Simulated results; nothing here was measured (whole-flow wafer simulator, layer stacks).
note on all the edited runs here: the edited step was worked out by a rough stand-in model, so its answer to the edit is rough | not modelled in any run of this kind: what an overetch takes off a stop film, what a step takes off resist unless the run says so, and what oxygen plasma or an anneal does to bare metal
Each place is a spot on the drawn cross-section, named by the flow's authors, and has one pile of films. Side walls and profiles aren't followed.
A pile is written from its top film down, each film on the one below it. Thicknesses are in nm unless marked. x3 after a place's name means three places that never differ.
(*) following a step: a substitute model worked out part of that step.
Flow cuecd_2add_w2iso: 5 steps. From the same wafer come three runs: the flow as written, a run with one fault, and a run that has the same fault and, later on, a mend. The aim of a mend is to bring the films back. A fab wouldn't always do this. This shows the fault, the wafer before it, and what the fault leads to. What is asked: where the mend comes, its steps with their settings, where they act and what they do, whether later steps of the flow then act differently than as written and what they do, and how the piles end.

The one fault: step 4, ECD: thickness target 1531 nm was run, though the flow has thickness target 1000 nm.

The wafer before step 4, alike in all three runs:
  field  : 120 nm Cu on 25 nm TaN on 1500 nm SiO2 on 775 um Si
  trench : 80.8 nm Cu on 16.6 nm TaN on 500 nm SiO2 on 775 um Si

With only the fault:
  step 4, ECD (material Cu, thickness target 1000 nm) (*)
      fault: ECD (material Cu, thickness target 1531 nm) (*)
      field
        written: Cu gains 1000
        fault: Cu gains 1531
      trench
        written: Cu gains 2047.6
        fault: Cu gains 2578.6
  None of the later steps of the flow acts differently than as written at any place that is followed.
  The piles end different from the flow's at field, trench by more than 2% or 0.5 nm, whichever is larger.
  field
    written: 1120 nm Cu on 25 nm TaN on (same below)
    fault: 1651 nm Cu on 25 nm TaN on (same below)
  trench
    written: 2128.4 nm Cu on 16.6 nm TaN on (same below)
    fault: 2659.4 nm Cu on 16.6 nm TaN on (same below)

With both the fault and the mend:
  The mend stands after step 5.
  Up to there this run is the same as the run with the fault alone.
  step 5a, ETCH (chemistry cu recess dil, depth target 531 nm)
      field, trench
        Cu loses 531
  None of the later steps of the flow acts differently than as written at any place that is followed.
  By the end, the piles equal the flow's at every place that both follow.
